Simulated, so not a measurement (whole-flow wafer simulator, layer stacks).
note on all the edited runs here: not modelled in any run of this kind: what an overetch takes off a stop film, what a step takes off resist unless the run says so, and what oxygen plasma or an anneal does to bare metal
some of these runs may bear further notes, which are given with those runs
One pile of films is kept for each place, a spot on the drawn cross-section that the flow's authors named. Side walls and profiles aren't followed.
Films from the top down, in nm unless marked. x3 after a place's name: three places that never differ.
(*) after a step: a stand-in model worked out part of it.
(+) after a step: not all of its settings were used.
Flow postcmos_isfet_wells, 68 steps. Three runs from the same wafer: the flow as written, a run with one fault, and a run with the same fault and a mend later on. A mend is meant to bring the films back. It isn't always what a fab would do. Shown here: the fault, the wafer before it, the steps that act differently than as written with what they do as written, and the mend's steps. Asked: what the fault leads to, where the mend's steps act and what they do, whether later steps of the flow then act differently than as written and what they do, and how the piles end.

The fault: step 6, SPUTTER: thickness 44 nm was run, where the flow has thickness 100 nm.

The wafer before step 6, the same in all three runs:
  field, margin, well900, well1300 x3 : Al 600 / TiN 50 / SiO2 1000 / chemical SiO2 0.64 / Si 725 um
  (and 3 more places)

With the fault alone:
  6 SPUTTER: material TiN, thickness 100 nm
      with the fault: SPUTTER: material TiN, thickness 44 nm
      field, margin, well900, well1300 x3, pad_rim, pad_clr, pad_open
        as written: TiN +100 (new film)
        with the fault: TiN +44 (new film)
  Later steps of the flow that act differently than as written:
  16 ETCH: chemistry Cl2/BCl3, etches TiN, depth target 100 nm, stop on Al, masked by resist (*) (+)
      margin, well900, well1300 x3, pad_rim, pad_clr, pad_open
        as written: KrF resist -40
        with the fault: KrF resist -26.4
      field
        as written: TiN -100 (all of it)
        with the fault: TiN -44 (all of it)
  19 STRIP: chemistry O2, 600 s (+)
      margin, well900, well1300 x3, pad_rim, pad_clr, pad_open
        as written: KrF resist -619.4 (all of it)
        with the fault: KrF resist -633 (all of it)
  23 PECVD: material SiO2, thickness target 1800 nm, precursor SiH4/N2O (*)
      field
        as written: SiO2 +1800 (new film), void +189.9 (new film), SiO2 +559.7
        with the fault: SiO2 +1800 (new film), void +148.5 (new film), SiO2 +545.1
  At the end the piles differ from the flow's by more than 2% or 0.5 nm, whichever is larger, at field, margin, well900, well1300 x3, pad_rim, pad_clr, pad_open.
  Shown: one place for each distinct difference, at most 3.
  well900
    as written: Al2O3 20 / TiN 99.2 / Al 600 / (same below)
    with the fault: Al2O3 20 / TiN 43.2 / Al 600 / (same below)
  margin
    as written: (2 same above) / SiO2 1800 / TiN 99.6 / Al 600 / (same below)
    with the fault: (2 same above) / SiO2 1800 / TiN 43.6 / Al 600 / (same below)
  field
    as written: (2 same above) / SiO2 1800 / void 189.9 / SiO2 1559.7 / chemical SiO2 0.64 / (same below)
    with the fault: (2 same above) / SiO2 1800 / void 148.5 / SiO2 1545.1 / chemical SiO2 0.64 / (same below)

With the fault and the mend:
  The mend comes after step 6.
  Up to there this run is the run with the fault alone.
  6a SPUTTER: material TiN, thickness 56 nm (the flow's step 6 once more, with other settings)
      field, margin, well900, well1300 x3, pad_rim, pad_clr, pad_open
        TiN +56
  No later step of the flow acts differently than as written at any place that is followed.
  At the end the piles are the same as the flow's at every place that both follow.
